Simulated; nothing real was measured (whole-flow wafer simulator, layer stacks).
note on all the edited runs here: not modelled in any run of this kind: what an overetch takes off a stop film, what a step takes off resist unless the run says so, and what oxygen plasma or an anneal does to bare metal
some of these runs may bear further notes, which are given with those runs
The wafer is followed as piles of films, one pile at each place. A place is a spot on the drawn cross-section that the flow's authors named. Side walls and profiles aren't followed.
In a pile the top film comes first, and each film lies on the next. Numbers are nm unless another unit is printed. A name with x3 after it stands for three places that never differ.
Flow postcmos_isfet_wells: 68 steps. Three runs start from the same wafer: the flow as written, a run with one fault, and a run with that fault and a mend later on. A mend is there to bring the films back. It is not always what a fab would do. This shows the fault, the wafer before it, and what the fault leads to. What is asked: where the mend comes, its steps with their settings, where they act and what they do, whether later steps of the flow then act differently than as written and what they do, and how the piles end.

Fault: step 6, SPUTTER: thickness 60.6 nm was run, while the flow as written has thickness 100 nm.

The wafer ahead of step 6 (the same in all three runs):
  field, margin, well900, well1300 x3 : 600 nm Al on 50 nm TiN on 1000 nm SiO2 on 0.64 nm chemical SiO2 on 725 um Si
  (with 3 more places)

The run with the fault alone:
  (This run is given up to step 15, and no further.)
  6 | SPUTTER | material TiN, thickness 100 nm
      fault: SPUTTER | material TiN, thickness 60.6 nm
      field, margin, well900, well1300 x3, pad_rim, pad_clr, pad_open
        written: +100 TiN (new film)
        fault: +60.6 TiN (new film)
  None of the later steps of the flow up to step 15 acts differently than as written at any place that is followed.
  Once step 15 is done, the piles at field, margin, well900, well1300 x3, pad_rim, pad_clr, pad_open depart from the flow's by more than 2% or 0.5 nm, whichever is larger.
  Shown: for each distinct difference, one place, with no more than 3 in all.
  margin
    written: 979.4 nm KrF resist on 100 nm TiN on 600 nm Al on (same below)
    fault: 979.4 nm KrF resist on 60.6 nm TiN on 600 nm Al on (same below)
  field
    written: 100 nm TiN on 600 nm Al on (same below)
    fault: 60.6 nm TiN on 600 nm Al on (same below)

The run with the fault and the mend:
  The mend stands after step 6.
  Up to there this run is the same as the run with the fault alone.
  6a | ETCH | chemistry peroxide tin strip, depth target 69.69 nm
      field, margin, well900, well1300 x3, pad_rim, pad_clr, pad_open
        -60.6 TiN (all of it)
  6b | SPUTTER | material TiN, thickness 100 nm (the flow's step 6 again)
      field, margin, well900, well1300 x3, pad_rim, pad_clr, pad_open
        +100 TiN (new film)
  None of the later steps of the flow acts differently than as written at any place that is followed.
  The piles end the same as the flow's at every place that both follow.
